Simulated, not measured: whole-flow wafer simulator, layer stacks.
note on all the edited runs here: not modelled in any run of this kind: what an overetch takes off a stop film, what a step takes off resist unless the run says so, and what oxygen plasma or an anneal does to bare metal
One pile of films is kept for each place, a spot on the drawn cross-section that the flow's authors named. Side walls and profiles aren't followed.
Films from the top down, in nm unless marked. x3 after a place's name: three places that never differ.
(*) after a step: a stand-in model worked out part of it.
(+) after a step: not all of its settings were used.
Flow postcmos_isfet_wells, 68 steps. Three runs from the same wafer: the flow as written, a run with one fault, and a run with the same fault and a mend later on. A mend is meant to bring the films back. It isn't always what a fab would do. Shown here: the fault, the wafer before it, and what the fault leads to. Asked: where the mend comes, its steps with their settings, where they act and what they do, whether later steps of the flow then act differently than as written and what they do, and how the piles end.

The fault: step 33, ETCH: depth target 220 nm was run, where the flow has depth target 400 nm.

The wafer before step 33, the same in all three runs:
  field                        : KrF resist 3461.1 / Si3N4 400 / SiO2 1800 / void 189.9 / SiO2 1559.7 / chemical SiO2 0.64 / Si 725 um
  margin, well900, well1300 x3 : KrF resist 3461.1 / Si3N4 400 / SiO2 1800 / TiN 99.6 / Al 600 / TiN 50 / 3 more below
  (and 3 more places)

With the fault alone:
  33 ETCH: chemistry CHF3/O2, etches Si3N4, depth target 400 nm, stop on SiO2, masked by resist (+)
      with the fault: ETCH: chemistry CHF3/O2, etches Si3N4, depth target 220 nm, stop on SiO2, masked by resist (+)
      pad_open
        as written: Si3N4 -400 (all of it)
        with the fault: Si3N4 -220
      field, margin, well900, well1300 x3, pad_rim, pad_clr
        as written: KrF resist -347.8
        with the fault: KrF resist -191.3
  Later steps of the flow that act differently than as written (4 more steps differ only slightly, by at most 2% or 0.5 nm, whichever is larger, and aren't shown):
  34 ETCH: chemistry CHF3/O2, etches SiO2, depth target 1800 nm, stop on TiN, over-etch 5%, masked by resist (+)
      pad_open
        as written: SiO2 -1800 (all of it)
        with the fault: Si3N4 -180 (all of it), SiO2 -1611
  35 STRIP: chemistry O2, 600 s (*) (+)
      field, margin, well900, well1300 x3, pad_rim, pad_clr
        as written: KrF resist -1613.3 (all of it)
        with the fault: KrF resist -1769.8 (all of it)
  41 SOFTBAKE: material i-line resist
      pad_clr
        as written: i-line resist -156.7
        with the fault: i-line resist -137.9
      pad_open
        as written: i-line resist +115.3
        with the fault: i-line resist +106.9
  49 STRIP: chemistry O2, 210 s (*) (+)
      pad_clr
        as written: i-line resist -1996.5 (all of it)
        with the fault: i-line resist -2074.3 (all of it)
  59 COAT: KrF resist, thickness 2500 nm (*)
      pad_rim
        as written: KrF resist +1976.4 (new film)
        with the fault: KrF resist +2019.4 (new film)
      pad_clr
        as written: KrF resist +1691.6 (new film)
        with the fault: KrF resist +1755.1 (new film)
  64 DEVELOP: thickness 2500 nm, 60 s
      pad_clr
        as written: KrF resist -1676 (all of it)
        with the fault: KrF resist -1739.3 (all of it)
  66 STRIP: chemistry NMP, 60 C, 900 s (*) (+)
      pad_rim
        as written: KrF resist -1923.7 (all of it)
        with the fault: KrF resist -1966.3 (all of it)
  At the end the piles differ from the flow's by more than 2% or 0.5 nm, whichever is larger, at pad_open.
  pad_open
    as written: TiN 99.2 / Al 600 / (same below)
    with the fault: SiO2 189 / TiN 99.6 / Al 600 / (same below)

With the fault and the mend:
  The mend comes after step 33.
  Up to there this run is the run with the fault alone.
  33a ETCH: chemistry CHF3/O2, etches Si3N4, depth target 180 nm, stop on SiO2, masked by resist (the flow's step 33 once more, with other settings)
      field, margin, well900, well1300 x3, pad_rim, pad_clr
        KrF resist -156.5
      pad_open
        Si3N4 -180 (all of it)
  No later step of the flow acts differently than as written at any place that is followed.
  At the end the piles are the same as the flow's at every place that both follow.
